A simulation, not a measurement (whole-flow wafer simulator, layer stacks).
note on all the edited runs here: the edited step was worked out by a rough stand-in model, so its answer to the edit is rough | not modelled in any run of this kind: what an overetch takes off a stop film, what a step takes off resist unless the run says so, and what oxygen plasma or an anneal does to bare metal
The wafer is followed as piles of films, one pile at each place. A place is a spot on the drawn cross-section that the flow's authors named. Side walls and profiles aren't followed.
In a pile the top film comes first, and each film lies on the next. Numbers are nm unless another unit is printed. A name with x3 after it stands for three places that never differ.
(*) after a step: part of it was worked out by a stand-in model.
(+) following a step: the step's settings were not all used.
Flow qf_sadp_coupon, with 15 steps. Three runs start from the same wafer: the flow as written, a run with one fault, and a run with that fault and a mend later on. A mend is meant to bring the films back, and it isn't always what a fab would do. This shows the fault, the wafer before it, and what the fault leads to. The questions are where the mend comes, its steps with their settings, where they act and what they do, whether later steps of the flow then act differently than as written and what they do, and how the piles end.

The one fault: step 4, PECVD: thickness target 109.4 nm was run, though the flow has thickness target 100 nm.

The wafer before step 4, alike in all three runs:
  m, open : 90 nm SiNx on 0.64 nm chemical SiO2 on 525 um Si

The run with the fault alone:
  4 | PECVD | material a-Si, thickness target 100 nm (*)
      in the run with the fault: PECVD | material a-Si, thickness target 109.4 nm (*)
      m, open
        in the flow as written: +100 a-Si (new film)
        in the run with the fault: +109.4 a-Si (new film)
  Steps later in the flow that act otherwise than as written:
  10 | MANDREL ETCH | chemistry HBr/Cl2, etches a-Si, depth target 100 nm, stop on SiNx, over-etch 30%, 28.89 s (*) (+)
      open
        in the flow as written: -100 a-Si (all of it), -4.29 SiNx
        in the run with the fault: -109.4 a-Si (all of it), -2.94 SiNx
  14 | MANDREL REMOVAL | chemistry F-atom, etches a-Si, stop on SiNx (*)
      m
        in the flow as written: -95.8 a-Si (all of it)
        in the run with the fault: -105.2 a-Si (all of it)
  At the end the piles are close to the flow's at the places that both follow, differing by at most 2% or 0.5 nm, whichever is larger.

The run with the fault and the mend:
  The mend follows step 4.
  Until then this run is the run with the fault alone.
  4a | ETCH | chemistry tmah, depth target 125.8 nm
      m, open
        -109.4 a-Si (all of it)
  4b | PECVD | material a-Si, thickness target 100 nm (*) (the flow's step 4 again)
      m, open
        +100 a-Si (new film)
  Every later step of the flow that is run acts as written at every place that is followed.
  At every place that both follow, the piles at the end match the flow's.
